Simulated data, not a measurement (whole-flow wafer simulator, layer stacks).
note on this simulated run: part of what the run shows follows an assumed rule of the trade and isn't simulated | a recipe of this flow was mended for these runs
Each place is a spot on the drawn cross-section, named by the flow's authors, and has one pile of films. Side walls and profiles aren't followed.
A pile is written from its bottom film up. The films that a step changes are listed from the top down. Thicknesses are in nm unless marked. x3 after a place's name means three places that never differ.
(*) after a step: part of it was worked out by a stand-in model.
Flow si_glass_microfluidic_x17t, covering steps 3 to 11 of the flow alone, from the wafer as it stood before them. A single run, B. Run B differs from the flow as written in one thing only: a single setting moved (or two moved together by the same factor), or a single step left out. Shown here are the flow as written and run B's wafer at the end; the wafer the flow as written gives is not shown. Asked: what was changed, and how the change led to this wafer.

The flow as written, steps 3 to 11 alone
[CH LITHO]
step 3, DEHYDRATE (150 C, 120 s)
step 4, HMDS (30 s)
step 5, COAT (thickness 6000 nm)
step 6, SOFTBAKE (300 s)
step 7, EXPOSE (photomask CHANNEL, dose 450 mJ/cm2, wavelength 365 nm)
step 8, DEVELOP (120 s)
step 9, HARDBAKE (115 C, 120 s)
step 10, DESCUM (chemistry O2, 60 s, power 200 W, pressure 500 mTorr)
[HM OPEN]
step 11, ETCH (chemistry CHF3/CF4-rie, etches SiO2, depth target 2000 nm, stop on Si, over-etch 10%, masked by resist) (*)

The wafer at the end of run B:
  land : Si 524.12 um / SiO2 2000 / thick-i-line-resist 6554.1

What caused this: step 5, COAT: thickness 7397 nm was run, though the flow has thickness 6000 nm.

Step by step, how the change led to this:
  step 5, COAT (thickness 6000 nm)
      land, tr110 x3: +7397 thick-i-line-resist (new film) (as written it would have been: +6000 thick-i-line-resist (new film))
  step 8, DEVELOP (120 s)
      tr110 x3: -7397 thick-i-line-resist (all of it) (as written it would have been: -6000 thick-i-line-resist (all of it))
  step 9, HARDBAKE (115 C, 120 s)
      land: -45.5 thick-i-line-resist (as written it would have been: -33.5 thick-i-line-resist)
